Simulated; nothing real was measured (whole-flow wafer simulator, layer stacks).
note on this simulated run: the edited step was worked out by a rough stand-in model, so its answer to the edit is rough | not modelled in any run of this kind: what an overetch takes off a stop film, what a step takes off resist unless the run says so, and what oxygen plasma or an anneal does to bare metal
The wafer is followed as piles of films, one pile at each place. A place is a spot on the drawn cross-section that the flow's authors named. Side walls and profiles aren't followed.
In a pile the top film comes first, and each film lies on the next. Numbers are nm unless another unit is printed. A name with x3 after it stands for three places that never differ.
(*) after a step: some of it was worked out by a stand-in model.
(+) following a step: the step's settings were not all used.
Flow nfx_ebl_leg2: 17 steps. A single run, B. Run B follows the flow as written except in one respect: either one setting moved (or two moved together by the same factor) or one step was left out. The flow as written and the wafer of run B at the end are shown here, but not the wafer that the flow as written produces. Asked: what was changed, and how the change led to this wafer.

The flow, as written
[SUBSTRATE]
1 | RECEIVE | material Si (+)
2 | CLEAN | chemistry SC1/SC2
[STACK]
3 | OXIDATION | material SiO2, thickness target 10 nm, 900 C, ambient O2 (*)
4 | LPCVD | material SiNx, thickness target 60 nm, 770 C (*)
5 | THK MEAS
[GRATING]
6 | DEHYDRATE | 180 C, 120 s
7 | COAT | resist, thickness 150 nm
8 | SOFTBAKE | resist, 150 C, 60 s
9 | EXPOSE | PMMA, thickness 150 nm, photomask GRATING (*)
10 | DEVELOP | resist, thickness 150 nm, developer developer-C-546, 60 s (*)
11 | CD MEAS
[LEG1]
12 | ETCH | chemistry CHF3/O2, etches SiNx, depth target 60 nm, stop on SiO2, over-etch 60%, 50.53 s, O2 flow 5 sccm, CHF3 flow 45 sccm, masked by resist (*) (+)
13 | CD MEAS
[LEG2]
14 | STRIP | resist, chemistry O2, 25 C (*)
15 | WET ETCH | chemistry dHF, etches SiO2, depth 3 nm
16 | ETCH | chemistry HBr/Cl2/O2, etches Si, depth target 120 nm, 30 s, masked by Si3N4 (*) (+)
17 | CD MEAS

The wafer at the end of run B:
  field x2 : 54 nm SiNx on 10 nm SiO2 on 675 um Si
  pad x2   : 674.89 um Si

The reason: step 16, ETCH: depth target 105 nm was run, whereas the flow has depth target 120 nm; step 16, ETCH: 26.2 s was run, where the flow has 30 s.

Step by step, how the change led to this:
  16 | ETCH | chemistry HBr/Cl2/O2, etches Si, depth target 120 nm, 30 s, masked by Si3N4 (*) (+)
      field x2: -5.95 SiNx (it would be, as written: -6.82 SiNx)
      pad x2: -105 Si (it would be, as written: -120 Si)
